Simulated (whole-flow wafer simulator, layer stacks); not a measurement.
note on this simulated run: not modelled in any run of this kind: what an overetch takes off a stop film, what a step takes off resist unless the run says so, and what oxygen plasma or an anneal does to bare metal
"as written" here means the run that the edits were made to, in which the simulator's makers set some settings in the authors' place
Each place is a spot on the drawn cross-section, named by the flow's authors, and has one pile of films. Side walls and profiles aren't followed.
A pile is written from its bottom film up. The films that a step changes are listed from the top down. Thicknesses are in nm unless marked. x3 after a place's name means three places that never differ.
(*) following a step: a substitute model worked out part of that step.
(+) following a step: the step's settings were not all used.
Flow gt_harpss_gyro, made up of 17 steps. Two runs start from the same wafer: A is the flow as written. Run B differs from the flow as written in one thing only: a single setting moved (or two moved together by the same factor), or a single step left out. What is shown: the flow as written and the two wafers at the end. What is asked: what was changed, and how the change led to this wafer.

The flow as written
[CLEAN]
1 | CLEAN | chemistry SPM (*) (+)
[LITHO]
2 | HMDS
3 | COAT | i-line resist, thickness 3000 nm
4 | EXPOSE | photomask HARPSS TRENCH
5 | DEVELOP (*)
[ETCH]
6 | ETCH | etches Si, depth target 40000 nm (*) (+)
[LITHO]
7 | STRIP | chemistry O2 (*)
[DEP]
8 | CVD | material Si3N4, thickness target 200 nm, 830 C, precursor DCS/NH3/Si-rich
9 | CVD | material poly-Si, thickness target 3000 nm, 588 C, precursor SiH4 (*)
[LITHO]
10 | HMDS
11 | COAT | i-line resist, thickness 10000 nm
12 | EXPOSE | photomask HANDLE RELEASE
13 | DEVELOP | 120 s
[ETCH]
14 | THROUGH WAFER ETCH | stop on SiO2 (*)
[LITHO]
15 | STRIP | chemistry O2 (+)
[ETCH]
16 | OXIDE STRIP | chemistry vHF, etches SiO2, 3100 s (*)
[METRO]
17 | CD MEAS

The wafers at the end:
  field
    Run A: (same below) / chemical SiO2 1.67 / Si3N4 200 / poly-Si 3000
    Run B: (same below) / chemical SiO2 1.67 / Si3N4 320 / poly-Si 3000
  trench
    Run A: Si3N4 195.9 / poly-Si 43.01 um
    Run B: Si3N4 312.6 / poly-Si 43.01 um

Cause: step 8, CVD: thickness target 320 nm was run, whereas the flow has thickness target 200 nm.
The wafer itself shows it: field has Si3N4 320, and step 8 as written asks for 200 nm.

Step by step, how the change led to this:
  8 | CVD | material Si3N4, thickness target 200 nm, 830 C, precursor DCS/NH3/Si-rich
      field: A Si3N4 gains 200 (new film) | B Si3N4 gains 320 (new film)
      trench: A Si3N4 gains 195.9 (new film) | B Si3N4 gains 312.6 (new film)
